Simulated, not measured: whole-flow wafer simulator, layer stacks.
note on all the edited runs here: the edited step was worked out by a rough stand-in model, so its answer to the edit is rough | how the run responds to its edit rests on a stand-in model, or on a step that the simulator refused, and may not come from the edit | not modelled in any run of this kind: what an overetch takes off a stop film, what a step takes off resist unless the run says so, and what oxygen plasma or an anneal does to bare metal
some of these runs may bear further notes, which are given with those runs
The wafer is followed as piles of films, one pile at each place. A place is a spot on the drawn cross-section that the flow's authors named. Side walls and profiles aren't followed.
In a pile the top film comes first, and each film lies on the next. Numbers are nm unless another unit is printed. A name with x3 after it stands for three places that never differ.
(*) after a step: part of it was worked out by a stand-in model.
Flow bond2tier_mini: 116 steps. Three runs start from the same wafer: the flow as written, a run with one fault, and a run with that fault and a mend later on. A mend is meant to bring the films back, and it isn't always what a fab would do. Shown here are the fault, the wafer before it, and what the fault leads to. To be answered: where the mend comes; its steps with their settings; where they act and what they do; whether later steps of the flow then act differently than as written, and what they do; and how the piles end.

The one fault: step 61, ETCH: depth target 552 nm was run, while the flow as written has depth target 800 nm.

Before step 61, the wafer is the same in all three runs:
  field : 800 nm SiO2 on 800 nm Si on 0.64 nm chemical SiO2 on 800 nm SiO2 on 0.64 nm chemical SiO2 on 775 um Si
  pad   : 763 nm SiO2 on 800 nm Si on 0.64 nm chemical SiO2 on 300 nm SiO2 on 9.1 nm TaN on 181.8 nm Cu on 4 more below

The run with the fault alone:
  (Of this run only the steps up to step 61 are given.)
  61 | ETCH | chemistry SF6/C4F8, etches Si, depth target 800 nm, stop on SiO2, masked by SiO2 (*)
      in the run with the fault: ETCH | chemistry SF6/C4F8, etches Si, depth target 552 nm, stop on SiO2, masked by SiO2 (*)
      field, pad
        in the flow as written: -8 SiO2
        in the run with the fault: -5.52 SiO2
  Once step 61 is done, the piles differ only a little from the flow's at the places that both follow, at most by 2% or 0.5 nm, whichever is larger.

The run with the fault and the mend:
  After step 61 comes the mend.
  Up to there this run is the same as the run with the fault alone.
  61a | ETCH | chemistry SF6/C4F8, etches Si, depth target 248 nm, stop on SiO2, masked by SiO2 (*) (the flow's step 61, run once more with other settings)
      field, pad
        -2.48 SiO2
  None of the later steps of the flow acts differently than as written at any place that is followed.
  At every place that both follow, the piles at the end match the flow's.
